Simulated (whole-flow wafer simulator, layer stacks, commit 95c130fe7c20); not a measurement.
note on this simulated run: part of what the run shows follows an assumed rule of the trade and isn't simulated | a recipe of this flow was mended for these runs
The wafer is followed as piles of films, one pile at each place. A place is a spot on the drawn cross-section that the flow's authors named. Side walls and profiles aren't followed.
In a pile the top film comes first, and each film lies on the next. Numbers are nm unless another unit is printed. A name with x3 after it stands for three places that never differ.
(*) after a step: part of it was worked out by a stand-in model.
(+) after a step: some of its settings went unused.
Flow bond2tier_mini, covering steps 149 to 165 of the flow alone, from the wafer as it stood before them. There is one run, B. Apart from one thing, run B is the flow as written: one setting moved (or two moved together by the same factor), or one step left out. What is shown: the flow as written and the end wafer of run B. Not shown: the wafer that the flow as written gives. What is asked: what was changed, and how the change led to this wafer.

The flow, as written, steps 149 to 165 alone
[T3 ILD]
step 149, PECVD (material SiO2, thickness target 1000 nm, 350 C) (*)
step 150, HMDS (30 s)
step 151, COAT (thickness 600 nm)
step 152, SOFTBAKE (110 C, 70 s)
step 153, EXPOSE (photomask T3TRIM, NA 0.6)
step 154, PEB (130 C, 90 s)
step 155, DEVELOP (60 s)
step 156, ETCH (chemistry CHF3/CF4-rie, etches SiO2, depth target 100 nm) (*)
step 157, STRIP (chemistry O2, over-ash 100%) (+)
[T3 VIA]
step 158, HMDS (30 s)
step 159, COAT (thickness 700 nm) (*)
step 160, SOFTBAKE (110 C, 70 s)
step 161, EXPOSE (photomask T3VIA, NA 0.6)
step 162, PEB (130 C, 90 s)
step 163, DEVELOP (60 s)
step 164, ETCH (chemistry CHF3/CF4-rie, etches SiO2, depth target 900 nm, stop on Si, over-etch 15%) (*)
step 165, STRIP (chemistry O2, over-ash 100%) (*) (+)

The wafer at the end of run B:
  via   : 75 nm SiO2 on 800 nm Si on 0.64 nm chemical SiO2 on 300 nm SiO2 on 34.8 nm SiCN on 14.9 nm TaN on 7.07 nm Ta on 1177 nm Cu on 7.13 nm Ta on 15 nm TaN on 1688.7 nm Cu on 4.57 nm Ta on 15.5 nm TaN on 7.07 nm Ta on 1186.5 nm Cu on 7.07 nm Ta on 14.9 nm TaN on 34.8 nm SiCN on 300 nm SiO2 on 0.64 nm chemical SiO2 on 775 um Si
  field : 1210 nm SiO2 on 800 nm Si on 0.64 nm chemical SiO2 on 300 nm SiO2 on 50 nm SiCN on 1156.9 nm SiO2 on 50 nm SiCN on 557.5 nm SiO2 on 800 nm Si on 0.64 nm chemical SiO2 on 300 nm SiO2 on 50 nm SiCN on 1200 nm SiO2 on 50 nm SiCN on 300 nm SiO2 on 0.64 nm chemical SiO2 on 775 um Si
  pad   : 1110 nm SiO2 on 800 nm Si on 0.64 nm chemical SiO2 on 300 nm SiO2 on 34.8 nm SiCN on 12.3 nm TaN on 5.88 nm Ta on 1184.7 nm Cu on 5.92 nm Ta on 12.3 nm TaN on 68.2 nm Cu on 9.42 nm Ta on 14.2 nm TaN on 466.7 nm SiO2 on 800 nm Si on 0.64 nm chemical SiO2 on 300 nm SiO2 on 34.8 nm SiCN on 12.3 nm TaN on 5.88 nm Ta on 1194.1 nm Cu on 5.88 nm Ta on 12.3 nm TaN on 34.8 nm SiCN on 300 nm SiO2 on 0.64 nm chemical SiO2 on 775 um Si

The reason: step 149, PECVD: thickness target 1210 nm was run, while the flow as written has thickness target 1000 nm.
The wafer itself shows it: field has SiO2 1210, and step 149 as written asks for 1000 nm.

Step by step, how the change led to this:
  step 149, PECVD (material SiO2, thickness target 1000 nm, 350 C) (*)
      field, pad, via: +1210 SiO2 (new film) (in the flow as written it would be: +1000 SiO2 (new film))
  step 164, ETCH (chemistry CHF3/CF4-rie, etches SiO2, depth target 900 nm, stop on Si, over-etch 15%) (*)
      via: -1035 SiO2 (in the flow as written it would be: -900 SiO2 (all of it), -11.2 Si)
